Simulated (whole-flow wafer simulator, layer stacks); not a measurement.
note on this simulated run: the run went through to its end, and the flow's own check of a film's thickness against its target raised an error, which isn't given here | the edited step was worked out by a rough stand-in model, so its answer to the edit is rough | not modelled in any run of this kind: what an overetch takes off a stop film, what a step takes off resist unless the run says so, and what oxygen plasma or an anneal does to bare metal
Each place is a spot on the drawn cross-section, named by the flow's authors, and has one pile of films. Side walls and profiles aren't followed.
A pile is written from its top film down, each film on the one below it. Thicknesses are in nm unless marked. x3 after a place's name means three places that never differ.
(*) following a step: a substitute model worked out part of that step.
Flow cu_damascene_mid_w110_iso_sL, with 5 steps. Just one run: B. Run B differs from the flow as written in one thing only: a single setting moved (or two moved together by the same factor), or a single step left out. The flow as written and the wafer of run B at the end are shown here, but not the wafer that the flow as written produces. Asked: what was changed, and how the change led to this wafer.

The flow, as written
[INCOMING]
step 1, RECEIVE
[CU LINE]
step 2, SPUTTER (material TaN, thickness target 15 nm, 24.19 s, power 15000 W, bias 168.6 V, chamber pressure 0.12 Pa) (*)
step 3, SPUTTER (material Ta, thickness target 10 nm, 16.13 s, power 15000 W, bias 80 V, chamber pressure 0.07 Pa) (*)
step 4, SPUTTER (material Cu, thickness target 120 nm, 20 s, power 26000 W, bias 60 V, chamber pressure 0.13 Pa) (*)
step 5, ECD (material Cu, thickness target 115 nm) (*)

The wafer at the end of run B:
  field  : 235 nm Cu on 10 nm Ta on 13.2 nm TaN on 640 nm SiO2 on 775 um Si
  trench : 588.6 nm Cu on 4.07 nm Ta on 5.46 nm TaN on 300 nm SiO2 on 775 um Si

What caused this: step 2, SPUTTER: power 13160 W was run, whereas the flow has power 15000 W.

Step by step, how the change led to this:
  step 2, SPUTTER (material TaN, thickness target 15 nm, 24.19 s, power 15000 W, bias 168.6 V, chamber pressure 0.12 Pa) (*)
      field: +13.2 TaN (new film) (it would be, as written: +15 TaN (new film))
      trench: +5.46 TaN (new film) (it would be, as written: +6.23 TaN (new film))
